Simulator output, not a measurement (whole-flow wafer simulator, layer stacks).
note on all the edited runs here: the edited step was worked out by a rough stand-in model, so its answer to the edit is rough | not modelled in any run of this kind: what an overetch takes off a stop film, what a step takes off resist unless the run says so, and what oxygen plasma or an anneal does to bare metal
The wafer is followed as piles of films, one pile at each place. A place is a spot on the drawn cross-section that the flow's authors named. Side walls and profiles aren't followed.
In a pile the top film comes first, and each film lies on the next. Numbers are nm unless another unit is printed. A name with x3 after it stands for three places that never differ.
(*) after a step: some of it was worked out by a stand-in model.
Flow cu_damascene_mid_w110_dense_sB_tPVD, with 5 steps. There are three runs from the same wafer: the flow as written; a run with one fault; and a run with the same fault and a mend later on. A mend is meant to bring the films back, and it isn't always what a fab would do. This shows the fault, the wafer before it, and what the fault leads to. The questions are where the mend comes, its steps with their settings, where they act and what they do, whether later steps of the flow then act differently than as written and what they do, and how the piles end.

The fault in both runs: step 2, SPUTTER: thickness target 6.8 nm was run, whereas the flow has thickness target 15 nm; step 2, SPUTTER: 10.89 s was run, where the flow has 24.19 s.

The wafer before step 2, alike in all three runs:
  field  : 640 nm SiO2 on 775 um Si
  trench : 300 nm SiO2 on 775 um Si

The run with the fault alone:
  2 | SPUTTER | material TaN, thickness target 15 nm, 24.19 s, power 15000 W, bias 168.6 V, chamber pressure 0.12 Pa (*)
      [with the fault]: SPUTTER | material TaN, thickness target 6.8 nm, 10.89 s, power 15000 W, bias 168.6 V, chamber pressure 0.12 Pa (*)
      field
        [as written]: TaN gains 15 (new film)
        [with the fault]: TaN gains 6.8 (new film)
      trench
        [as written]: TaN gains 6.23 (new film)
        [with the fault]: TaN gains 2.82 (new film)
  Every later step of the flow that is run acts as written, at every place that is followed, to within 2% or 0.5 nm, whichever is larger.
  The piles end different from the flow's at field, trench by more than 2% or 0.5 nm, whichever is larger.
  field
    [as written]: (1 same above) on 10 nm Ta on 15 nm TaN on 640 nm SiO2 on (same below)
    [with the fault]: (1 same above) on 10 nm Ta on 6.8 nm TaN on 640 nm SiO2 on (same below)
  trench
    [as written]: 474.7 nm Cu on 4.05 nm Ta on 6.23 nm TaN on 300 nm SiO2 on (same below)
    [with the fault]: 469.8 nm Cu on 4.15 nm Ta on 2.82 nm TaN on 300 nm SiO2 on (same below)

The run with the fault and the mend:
  After step 2 comes the mend.
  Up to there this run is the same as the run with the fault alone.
  2a | SPUTTER | material TaN, thickness target 8.2 nm, 13.22 s, power 15000 W, bias 168.6 V, chamber pressure 0.12 Pa (*) (a further turn of the flow's step 2, with different settings)
      field
        TaN gains 8.2
      trench
        TaN gains 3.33
  Every later step of the flow that is run acts as written, at every place that is followed, to within 2% or 0.5 nm, whichever is larger.
  The piles end only slightly different from the flow's at the places that both follow, by no more than 2% or 0.5 nm, whichever is larger.
